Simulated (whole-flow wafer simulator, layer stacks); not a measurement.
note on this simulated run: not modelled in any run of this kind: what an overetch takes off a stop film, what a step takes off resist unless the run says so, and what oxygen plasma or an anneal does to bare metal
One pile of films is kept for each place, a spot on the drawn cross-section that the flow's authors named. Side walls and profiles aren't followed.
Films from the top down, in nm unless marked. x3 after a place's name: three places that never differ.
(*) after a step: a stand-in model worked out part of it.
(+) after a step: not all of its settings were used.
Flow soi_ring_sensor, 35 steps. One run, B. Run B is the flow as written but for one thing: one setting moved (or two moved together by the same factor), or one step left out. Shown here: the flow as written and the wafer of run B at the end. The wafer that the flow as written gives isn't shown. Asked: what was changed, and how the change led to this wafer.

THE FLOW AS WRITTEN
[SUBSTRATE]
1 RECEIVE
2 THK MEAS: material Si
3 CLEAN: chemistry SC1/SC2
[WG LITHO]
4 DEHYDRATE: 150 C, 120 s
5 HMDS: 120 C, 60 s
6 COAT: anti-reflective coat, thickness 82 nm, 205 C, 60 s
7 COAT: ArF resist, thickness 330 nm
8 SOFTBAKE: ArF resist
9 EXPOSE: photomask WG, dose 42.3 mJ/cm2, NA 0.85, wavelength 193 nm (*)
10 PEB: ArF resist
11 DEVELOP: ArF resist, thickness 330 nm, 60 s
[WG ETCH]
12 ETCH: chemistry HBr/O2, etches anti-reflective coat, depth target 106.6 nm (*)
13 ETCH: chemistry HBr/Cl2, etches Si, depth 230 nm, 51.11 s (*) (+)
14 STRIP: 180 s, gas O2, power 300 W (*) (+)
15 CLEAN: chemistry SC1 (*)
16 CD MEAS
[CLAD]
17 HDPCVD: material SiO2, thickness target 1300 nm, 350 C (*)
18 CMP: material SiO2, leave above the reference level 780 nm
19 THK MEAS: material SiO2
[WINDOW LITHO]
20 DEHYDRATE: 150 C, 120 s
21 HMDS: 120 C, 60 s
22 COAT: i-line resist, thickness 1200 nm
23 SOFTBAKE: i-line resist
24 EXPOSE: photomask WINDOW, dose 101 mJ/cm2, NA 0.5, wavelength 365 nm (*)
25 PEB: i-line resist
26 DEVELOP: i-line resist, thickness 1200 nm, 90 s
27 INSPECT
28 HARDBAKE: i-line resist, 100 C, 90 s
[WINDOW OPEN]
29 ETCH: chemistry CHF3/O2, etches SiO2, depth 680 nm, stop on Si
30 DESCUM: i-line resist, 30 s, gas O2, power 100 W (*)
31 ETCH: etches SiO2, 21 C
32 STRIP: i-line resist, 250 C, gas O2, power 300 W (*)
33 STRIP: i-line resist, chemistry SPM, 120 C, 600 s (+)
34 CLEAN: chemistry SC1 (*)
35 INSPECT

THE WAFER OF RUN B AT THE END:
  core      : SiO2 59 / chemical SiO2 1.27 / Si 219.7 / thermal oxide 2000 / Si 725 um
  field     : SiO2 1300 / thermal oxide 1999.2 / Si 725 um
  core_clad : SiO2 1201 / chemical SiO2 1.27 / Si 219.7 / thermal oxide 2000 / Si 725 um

The cause: step 18, CMP: leave above the reference level 1201 nm was run, where the flow has leave above the reference level 780 nm.
It can be read off the wafer: core_clad has SiO2 1201, and step 18 as written asks for 780 nm.

How the change led to this, step by step:
  18 CMP: material SiO2, leave above the reference level 780 nm
      gap, window, field, gap_clad: nothing (as written it would be: SiO2 -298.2)
      core, core_clad: SiO2 -99 (as written it would be: SiO2 -520)
  22 COAT: i-line resist, thickness 1200 nm
      core, core_clad: i-line resist +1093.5 (new film) (as written it would be: i-line resist +1200 (new film))
  23 SOFTBAKE: i-line resist
      core, core_clad: i-line resist -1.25 (as written it would be: nothing)
      gap, gap_clad: i-line resist -1.58 (as written it would be: nothing)
  25 PEB: i-line resist
      core, core_clad: i-line resist -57 (as written it would be: i-line resist -62.8)
  26 DEVELOP: i-line resist, thickness 1200 nm, 90 s
      core: i-line resist -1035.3 (all of it) (as written it would be: i-line resist -1137.2 (all of it))
  31 ETCH: etches SiO2, 21 C
      core: SiO2 -462 (as written it would be: SiO2 -100 (all of it), chemical SiO2 -1.27 (all of it))
  32 STRIP: i-line resist, 250 C, gas O2, power 300 W (*)
      core: nothing (as written it would be: chemical SiO2 +1.23 (new film), Si -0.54)
      core_clad: i-line resist -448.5 (all of it) (as written it would be: i-line resist -550.1 (all of it))
